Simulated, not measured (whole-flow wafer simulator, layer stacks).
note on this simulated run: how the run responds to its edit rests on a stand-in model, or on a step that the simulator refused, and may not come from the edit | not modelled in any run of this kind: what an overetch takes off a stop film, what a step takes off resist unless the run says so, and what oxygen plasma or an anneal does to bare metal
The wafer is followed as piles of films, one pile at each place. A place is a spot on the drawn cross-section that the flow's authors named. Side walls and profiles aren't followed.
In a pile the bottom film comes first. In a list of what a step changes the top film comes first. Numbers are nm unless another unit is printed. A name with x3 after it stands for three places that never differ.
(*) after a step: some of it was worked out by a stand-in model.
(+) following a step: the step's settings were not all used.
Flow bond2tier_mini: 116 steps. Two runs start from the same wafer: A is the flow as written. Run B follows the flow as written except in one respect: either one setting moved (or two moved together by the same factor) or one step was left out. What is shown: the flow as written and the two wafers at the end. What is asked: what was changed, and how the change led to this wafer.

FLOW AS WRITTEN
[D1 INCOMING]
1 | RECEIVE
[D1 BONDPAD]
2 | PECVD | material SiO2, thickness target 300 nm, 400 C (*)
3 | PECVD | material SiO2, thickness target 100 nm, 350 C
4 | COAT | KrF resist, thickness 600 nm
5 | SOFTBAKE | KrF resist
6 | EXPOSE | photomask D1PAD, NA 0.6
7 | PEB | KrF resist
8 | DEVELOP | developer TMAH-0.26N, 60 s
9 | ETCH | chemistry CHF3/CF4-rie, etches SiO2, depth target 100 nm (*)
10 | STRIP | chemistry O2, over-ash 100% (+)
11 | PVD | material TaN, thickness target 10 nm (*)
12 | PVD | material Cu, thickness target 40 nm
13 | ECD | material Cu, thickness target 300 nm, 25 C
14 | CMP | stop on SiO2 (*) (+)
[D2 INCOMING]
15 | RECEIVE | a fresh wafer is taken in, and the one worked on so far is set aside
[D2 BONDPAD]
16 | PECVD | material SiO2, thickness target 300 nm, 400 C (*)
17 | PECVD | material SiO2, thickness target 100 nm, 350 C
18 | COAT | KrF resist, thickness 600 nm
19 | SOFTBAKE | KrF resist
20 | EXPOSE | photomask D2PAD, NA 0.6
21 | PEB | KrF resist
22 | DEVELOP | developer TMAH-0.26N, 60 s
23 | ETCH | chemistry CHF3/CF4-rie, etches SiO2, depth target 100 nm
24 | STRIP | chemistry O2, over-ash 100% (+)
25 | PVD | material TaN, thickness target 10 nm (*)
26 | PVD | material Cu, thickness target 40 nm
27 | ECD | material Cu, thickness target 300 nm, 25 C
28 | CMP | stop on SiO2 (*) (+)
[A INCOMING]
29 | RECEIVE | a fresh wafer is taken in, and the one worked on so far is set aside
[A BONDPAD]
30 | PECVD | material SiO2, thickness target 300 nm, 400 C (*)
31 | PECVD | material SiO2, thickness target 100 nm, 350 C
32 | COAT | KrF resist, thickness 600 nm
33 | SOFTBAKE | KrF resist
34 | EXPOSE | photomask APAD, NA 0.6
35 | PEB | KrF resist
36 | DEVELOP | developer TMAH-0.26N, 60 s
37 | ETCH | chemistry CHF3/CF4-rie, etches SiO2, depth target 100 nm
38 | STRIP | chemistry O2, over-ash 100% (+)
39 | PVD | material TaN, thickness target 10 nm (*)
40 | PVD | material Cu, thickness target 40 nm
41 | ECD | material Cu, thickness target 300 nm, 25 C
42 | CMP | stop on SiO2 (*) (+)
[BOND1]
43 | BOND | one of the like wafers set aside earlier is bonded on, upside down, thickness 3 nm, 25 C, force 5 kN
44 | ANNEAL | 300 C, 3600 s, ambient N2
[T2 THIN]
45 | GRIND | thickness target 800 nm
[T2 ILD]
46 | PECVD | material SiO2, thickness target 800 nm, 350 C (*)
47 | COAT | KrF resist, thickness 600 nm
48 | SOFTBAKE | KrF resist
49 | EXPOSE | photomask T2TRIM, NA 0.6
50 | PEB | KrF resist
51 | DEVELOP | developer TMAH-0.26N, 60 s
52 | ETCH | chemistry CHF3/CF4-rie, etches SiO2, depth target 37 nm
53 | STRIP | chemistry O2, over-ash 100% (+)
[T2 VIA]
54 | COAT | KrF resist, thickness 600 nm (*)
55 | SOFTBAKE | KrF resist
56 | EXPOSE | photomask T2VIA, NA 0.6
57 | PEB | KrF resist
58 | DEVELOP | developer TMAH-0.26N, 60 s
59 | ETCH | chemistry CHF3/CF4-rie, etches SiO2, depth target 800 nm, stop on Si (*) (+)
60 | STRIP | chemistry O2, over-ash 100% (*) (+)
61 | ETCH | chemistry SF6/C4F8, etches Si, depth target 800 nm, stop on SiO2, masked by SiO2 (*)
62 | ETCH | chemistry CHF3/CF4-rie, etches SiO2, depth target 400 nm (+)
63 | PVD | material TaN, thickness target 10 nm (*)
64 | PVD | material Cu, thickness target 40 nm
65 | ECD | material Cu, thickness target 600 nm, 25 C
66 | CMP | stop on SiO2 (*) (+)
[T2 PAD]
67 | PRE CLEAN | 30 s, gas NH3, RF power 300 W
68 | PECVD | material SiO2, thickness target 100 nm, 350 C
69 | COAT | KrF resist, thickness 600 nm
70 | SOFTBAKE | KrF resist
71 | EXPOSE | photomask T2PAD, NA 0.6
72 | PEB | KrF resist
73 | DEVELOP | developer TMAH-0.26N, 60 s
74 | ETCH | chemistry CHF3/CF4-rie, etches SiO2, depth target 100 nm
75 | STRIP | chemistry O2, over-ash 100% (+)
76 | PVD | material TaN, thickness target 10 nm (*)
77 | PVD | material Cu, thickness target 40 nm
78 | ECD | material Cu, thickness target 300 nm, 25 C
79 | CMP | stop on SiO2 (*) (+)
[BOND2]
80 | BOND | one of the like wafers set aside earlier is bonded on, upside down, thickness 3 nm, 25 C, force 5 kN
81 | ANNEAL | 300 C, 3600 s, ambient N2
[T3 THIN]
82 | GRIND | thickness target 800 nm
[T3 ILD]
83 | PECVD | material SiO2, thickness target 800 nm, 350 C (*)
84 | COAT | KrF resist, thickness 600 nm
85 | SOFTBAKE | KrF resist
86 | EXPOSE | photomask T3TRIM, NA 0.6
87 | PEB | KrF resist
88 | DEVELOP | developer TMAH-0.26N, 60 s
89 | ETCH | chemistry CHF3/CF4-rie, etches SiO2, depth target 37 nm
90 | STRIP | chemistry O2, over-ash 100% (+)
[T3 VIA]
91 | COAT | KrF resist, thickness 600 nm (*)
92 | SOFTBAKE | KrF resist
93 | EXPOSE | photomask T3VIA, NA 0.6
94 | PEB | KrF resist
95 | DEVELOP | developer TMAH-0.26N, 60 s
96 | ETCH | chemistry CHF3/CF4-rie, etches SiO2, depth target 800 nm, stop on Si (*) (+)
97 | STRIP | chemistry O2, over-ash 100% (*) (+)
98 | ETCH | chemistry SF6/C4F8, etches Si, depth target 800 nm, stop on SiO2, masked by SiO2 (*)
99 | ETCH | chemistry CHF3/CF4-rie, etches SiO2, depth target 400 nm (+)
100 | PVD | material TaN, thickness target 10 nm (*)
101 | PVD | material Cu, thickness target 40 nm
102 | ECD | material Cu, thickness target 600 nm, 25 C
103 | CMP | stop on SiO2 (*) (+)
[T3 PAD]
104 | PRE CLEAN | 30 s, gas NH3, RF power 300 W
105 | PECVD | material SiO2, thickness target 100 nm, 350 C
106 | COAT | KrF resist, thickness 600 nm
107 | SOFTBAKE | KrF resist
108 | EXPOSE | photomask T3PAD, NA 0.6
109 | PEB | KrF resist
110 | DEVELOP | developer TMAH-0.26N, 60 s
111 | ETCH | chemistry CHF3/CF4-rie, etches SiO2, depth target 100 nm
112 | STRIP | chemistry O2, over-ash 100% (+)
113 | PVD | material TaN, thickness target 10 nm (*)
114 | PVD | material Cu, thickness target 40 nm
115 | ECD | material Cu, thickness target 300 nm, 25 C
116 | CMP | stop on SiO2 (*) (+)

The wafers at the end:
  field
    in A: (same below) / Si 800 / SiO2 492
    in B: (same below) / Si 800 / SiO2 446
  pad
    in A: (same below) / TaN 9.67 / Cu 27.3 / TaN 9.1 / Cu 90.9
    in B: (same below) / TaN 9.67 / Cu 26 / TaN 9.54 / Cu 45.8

What caused this: step 105, PECVD: thickness target 54 nm was run, while the flow as written has thickness target 100 nm.

The path from the change to this, step by step:
  105 | PECVD | material SiO2, thickness target 100 nm, 350 C
      field: A SiO2 gains 100 | B SiO2 gains 54
      pad: A SiO2 gains 100 (new film) | B SiO2 gains 54 (new film)
  111 | ETCH | chemistry CHF3/CF4-rie, etches SiO2, depth target 100 nm
      pad: A SiO2 loses 100 (all of it) | B SiO2 loses 54 (all of it), Cu loses 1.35
      field: A KrF resist loses 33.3 | B KrF resist loses 27
  114 | PVD | material Cu, thickness target 40 nm
      pad: A Cu gains 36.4 (new film) | B Cu gains 38 (new film)
  115 | ECD | material Cu, thickness target 300 nm, 25 C
      pad: A Cu gains 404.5 | B Cu gains 357.8
